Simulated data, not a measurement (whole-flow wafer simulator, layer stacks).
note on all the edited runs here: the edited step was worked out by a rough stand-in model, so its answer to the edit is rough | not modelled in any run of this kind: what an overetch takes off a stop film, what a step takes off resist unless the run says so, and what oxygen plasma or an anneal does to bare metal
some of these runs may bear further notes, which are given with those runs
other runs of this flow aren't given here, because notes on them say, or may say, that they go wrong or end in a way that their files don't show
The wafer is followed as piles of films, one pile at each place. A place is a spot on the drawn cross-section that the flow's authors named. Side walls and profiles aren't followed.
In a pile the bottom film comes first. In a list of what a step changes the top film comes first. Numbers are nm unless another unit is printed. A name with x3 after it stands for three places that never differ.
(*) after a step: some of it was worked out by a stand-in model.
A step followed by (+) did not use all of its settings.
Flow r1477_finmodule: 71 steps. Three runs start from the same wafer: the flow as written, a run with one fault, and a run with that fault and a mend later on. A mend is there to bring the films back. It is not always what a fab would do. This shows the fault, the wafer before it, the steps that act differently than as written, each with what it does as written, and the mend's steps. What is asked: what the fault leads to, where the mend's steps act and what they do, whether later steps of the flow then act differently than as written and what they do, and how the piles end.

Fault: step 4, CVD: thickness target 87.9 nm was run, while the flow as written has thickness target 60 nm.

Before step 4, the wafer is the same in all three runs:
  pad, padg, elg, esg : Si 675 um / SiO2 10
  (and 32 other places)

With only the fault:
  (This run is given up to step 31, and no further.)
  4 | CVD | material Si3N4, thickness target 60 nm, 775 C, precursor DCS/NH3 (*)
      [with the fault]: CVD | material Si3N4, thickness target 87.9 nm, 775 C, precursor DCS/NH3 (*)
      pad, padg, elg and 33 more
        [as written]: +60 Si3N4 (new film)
        [with the fault]: +87.9 Si3N4 (new film)
  Later steps of the flow acting differently than as written:
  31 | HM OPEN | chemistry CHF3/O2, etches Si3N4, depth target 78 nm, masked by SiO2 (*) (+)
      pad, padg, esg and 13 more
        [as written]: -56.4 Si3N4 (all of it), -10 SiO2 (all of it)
        [with the fault]: -78 Si3N4
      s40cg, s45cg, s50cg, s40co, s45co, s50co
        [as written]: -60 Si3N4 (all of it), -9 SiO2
        [with the fault]: -78 Si3N4
  The piles after step 31 differ from the flow's at pad, padg, elg and 33 more by more than 2% or 0.5 nm, whichever is larger.
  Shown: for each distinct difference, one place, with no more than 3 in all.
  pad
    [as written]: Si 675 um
    [with the fault]: Si 675 um / SiO2 10 / Si3N4 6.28
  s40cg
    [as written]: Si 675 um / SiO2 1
    [with the fault]: Si 675 um / SiO2 10 / Si3N4 9.9
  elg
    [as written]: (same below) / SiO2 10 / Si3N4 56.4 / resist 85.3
    [with the fault]: (same below) / SiO2 10 / Si3N4 84.3 / resist 85.3

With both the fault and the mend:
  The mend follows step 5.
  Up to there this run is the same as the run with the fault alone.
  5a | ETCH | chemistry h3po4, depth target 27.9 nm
      pad, padg, elg and 33 more
        -27.9 Si3N4
  Later steps of the flow that are run all act as written at every place that is followed.
  By the end, the piles equal the flow's at every place that both follow.
